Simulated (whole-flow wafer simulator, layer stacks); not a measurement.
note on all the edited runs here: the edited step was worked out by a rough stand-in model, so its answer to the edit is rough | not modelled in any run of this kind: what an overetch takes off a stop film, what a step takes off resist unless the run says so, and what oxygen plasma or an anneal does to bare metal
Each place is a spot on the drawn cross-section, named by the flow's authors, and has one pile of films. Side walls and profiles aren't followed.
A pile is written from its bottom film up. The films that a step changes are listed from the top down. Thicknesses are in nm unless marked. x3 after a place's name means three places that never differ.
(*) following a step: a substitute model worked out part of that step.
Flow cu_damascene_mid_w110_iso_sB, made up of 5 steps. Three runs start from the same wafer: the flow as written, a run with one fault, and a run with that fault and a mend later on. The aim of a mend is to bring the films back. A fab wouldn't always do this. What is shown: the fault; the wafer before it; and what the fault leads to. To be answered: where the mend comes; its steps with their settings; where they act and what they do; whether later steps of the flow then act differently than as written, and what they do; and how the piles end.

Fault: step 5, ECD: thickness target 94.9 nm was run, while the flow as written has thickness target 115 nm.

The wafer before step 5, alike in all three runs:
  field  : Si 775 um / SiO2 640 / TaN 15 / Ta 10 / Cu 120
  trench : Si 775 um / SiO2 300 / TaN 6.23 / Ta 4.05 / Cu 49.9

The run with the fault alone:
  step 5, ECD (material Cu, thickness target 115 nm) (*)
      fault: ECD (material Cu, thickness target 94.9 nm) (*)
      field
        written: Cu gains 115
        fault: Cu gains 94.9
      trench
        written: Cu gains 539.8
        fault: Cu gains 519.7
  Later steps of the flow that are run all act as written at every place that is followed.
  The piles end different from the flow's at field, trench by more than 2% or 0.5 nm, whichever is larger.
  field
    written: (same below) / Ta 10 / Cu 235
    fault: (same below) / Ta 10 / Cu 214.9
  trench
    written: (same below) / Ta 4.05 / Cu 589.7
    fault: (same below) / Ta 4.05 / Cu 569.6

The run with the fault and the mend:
  The mend stands after step 5.
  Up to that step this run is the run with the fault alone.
  step 5a, ECD (material Cu, thickness target 20.1 nm) (the flow's step 5, run once more with other settings)
      field, trench
        Cu gains 20.1
  Later steps of the flow that are run all act as written at every place that is followed.
  The piles end the same as the flow's at every place that both follow.
